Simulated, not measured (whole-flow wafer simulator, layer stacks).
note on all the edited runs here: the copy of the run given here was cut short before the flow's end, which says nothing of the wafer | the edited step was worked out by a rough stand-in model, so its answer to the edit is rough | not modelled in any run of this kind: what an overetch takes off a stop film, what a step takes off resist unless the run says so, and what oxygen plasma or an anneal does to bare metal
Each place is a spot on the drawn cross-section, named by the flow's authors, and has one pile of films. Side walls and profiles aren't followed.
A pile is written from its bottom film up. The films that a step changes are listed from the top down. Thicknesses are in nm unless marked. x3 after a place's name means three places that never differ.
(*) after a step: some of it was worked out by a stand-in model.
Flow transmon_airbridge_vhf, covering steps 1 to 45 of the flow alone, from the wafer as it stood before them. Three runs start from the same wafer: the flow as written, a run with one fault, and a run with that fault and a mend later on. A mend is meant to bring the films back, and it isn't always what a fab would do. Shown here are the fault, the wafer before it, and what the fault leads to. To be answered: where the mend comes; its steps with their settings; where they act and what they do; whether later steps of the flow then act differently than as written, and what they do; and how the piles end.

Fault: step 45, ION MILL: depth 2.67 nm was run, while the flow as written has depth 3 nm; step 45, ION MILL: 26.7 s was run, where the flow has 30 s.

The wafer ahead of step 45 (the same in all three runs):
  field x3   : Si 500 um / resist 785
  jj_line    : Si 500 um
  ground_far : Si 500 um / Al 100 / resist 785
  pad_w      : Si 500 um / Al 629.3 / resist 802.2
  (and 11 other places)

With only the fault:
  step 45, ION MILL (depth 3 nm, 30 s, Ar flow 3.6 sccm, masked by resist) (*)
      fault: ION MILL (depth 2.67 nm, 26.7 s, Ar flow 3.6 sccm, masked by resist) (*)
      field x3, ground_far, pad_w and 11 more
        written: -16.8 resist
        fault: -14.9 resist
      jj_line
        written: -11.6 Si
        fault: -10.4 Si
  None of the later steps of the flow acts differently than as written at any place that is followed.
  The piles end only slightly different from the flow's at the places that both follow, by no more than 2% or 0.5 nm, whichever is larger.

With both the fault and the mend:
  The mend stands after step 45.
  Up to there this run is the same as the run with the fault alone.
  step 45a, ION MILL (depth 0.33 nm, 3.3 s, Ar flow 3.6 sccm, masked by resist) (*) (a further turn of the flow's step 45, with different settings)
      field x3, ground_far, pad_w and 11 more
        -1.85 resist
      jj_line
        -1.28 Si
  None of the later steps of the flow acts differently than as written at any place that is followed.
  At every place that both follow, the piles at the end match the flow's.
